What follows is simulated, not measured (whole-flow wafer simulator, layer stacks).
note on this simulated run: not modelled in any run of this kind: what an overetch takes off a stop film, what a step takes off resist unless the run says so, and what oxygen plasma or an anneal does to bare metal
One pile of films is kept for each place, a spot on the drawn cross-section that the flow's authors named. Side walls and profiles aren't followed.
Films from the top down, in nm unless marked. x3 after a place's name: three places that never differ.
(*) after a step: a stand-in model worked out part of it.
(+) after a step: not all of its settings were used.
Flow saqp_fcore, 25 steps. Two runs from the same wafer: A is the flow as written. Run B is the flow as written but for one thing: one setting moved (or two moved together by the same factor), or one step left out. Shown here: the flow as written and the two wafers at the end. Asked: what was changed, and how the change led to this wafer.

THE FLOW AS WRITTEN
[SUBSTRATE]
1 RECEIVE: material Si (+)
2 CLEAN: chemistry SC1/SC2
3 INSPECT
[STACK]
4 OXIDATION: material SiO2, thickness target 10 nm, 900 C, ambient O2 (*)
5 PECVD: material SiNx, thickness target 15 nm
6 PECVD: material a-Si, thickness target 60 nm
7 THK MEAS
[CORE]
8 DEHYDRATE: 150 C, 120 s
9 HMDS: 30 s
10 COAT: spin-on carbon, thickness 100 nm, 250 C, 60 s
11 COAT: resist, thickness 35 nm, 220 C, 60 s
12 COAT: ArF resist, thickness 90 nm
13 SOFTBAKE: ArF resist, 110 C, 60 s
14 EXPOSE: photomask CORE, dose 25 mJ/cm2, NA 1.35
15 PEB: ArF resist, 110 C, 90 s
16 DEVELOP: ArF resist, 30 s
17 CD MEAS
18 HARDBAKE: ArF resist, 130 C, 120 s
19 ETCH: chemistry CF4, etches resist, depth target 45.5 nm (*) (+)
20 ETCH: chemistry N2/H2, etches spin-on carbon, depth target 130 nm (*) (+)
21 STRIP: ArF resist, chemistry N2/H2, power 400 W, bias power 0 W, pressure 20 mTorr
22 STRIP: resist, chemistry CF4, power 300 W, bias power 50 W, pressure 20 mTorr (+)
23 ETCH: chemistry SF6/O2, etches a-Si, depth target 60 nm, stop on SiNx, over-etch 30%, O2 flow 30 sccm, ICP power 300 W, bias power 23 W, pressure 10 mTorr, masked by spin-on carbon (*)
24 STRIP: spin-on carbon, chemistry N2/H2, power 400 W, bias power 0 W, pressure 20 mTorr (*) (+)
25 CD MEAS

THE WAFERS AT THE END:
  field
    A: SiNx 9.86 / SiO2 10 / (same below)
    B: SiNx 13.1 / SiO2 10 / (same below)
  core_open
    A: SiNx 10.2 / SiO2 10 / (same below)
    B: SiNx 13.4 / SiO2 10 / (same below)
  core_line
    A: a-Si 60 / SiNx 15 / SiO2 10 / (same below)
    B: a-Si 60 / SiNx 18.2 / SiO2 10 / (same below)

The cause: step 5, PECVD: thickness target 18.2 nm was run, where the flow has thickness target 15 nm.
It can be read off the wafer: core_line has SiNx 18.2, and step 5 as written asks for 15 nm.

How the change led to this, step by step:
  5 PECVD: material SiNx, thickness target 15 nm
      field, core_open, core_line: A SiNx +15 (new film) | B SiNx +18.2 (new film)
